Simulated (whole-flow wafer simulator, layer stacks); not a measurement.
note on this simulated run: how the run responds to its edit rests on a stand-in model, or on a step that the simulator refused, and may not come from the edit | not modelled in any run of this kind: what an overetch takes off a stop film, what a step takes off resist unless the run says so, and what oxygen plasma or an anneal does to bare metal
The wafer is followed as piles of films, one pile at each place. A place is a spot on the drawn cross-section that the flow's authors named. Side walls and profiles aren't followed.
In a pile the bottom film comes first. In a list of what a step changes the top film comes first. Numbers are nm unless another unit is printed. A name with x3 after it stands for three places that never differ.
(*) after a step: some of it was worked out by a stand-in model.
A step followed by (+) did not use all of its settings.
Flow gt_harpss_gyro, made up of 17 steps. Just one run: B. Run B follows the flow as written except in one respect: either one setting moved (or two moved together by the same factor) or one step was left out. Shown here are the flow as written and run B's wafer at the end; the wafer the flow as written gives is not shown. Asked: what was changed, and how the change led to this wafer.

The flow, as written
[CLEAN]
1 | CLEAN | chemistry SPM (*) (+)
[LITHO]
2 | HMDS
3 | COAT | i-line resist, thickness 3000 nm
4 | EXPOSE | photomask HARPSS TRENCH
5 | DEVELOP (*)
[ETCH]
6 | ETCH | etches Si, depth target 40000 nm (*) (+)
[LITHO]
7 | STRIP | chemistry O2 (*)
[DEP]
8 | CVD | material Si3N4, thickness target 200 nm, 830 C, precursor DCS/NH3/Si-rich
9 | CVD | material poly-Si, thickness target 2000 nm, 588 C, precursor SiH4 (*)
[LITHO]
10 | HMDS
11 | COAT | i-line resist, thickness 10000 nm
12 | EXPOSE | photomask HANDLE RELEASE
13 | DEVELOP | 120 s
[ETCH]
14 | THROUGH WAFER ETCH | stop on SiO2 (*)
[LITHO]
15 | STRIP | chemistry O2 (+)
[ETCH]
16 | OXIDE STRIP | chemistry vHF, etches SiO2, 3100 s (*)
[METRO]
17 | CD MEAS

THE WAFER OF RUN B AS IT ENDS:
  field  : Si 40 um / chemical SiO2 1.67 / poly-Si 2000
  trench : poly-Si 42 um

Cause: step 8, CVD: material Si3N4, thickness target 200 nm, 830 C, precursor DCS/NH3/Si-rich, was not run.

The path from the change to this, step by step:
  9 | CVD | material poly-Si, thickness target 2000 nm, 588 C, precursor SiH4 (*)
      trench: poly-Si gains 42 um (new film) (it would be, as written: poly-Si gains 42.01 um (new film))
